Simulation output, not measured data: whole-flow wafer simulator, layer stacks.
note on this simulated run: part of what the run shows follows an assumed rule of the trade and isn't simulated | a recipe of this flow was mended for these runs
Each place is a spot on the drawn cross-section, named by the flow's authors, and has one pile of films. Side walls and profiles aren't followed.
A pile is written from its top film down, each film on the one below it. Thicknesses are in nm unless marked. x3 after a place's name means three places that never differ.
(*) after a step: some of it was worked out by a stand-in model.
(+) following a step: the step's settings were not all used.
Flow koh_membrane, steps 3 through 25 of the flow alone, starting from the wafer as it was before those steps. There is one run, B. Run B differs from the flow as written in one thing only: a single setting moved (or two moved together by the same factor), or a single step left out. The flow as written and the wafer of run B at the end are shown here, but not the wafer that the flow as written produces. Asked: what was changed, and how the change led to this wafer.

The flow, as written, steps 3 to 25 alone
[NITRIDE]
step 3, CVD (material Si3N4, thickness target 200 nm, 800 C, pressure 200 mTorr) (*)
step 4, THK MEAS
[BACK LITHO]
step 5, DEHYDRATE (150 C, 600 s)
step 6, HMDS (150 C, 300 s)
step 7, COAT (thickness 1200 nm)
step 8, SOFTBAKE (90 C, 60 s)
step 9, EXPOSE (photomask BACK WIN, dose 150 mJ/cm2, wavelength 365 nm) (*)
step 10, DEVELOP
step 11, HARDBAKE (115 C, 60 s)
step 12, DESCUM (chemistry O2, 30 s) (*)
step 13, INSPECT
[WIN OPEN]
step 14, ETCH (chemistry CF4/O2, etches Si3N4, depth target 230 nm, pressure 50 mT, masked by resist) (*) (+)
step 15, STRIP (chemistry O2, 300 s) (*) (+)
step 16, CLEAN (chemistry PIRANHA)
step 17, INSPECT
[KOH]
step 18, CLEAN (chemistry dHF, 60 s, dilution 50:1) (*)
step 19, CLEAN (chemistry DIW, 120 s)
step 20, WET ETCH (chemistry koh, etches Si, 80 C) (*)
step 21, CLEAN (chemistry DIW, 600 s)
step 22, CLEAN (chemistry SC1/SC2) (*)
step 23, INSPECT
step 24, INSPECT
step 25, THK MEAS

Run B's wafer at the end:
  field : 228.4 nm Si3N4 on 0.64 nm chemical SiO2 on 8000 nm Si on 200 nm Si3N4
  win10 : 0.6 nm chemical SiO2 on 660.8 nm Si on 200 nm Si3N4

What caused this: step 3, CVD: thickness target 230 nm was run, though the flow has thickness target 200 nm.

The path from the change to this, step by step:
  step 3, CVD (material Si3N4, thickness target 200 nm, 800 C, pressure 200 mTorr) (*)
      field, win20 x4, win10: Si3N4 gains 230 (new film) (it would be, as written: Si3N4 gains 200 (new film))
  step 14, ETCH (chemistry CF4/O2, etches Si3N4, depth target 230 nm, pressure 50 mT, masked by resist) (*) (+)
      win20 x4, win10: Si3N4 loses 230 (all of it) (it would be, as written: Si3N4 loses 200 (all of it), chemical SiO2 loses 0.64 (all of it), Si loses 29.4)
  step 15, STRIP (chemistry O2, 300 s) (*) (+)
      win20 x4, win10: chemical SiO2 gains 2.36, Si loses 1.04 (it would be, as written: chemical SiO2 gains 3 (new film), Si loses 1.32)
